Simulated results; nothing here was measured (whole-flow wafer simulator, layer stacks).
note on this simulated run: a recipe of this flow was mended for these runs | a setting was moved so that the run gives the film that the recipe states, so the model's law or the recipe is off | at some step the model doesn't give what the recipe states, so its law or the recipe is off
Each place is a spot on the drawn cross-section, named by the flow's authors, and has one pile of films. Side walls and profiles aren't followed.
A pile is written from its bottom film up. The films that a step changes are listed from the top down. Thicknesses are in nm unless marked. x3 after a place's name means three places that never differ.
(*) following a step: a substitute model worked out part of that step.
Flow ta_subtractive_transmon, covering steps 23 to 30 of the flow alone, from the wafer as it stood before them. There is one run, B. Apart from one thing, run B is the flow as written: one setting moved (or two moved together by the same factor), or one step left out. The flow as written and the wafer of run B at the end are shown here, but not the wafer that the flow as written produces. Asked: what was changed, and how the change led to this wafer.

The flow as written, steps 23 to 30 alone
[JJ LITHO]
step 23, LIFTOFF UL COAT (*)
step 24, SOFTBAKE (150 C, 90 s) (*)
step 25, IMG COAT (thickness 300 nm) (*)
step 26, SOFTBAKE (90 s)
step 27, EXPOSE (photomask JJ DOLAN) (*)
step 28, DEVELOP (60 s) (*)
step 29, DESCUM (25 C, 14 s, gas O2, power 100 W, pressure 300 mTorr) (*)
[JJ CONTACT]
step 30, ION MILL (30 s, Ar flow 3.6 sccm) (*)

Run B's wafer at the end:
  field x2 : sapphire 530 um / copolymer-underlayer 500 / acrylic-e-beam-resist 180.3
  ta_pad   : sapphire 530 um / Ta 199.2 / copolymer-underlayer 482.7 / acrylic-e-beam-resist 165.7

The reason: step 25, IMG COAT: thickness 212 nm was run, whereas the flow has thickness 300 nm.

Step by step, how the change led to this:
  step 25, IMG COAT (thickness 300 nm) (*)
      field x2, jj_line: acrylic-e-beam-resist gains 212 (new film) (in the flow as written it would be: acrylic-e-beam-resist gains 300 (new film))
      lead: acrylic-e-beam-resist gains 222 (new film) (in the flow as written it would be: acrylic-e-beam-resist gains 312.5 (new film))
      (and at 2 other places as well)
  step 28, DEVELOP (60 s) (*)
      jj_line: acrylic-e-beam-resist loses 212 (all of it), copolymer-underlayer loses 500 (all of it) (in the flow as written it would be: acrylic-e-beam-resist loses 300 (all of it), copolymer-underlayer loses 500 (all of it))
      lead: acrylic-e-beam-resist loses 222 (all of it), copolymer-underlayer loses 554.7 (all of it) (in the flow as written it would be: acrylic-e-beam-resist loses 312.5 (all of it), copolymer-underlayer loses 554.7 (all of it))
      (and at 1 other place as well)
